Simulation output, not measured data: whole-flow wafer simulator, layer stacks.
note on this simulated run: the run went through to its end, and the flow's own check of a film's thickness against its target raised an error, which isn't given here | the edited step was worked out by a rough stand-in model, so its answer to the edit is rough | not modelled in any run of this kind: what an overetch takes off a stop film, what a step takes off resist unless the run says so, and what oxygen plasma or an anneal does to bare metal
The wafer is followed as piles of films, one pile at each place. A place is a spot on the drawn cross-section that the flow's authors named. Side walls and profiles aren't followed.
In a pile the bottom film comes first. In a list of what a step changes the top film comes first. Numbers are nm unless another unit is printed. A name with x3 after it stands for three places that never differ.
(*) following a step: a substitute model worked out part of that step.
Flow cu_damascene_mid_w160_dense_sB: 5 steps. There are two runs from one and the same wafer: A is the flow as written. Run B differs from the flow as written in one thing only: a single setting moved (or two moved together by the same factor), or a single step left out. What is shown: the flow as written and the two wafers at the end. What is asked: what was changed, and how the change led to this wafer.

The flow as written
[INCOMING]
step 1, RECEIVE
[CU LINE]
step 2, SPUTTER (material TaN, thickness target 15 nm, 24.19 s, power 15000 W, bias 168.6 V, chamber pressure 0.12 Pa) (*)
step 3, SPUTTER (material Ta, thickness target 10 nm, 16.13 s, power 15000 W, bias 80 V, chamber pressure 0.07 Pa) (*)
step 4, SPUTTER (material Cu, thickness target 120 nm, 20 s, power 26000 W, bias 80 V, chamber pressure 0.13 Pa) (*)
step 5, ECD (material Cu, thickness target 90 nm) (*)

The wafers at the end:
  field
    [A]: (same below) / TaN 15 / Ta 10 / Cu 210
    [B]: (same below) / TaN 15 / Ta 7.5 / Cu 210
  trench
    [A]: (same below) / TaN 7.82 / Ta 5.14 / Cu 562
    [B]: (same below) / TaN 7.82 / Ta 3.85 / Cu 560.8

Cause: step 3, SPUTTER: thickness target 7.5 nm was run, while the flow as written has thickness target 10 nm; step 3, SPUTTER: 12.1 s was run, where the flow has 16.13 s.
One can read it off the wafer: field has Ta 7.5, and step 3 as written asks for 10 nm.

The path from the change to this, step by step:
  step 3, SPUTTER (material Ta, thickness target 10 nm, 16.13 s, power 15000 W, bias 80 V, chamber pressure 0.07 Pa) (*)
      field: A Ta gains 10 (new film) | B Ta gains 7.5 (new film)
      trench: A Ta gains 5.14 (new film) | B Ta gains 3.85 (new film)
